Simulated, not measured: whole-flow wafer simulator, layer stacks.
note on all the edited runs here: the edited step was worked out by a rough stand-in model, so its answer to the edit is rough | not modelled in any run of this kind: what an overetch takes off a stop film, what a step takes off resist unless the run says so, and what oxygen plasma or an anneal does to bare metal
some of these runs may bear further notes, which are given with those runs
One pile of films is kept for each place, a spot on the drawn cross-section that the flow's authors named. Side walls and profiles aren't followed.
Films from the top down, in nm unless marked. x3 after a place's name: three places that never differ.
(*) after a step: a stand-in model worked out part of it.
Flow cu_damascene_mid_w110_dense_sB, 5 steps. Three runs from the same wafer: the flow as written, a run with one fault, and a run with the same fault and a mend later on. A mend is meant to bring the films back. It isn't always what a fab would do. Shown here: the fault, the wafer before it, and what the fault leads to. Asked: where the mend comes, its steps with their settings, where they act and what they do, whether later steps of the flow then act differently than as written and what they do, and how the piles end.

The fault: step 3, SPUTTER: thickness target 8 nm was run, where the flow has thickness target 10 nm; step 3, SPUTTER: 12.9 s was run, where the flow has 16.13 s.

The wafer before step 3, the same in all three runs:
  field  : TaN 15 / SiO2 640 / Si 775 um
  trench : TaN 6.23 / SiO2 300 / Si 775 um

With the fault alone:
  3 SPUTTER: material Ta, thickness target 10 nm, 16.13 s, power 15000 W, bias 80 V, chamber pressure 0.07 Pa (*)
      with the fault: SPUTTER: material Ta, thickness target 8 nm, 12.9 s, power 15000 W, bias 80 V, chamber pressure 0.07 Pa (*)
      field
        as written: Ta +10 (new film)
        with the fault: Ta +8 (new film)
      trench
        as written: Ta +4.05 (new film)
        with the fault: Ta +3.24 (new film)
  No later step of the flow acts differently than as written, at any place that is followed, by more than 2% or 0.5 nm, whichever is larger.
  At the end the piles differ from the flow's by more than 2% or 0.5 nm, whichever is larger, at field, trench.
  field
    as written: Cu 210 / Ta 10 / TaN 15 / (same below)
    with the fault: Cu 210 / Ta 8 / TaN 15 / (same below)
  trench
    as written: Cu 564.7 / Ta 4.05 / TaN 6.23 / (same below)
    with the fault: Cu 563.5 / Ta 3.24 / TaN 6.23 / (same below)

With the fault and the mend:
  The mend comes after step 3.
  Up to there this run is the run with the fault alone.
  3a SPUTTER: material Ta, thickness target 2 nm, 3.226 s, power 15000 W, bias 80 V, chamber pressure 0.07 Pa (*) (the flow's step 3 once more, with other settings)
      field
        Ta +2
      trench
        Ta +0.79
  No later step of the flow acts differently than as written at any place that is followed.
  At the end the piles differ from the flow's only slightly at the places that both follow, by at most 2% or 0.5 nm, whichever is larger.
